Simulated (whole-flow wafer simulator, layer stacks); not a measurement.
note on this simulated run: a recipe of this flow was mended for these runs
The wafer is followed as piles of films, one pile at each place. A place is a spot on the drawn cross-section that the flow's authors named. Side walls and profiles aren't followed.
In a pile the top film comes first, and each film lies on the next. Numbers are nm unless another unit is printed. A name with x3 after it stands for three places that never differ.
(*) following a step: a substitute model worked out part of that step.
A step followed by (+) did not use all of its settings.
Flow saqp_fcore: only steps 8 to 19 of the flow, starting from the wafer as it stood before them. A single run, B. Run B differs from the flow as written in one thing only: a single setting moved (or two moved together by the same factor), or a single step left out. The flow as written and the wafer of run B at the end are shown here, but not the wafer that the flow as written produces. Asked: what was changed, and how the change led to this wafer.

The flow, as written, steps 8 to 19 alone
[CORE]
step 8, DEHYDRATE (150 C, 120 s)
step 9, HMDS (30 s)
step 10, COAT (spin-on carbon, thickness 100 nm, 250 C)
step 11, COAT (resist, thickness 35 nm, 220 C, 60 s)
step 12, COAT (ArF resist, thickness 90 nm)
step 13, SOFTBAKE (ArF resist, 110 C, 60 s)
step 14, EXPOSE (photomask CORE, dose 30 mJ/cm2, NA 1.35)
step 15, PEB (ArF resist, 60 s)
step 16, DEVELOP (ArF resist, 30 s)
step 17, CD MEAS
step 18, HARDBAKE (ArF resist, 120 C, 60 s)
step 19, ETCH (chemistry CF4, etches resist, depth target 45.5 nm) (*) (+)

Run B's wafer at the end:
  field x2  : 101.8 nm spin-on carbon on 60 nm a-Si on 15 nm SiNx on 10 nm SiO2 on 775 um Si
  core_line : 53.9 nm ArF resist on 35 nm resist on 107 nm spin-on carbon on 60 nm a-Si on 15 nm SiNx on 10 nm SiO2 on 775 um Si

Cause: step 10, COAT: thickness 107 nm was run, while the flow as written has thickness 100 nm.
The wafer itself shows it: core_line has spin-on carbon 107, and step 10 as written asks for 100 nm.

Step by step, how the change led to this:
  step 10, COAT (spin-on carbon, thickness 100 nm, 250 C)
      field x2, core_line: spin-on carbon gains 107 (new film) (as written it would have been: spin-on carbon gains 100 (new film))
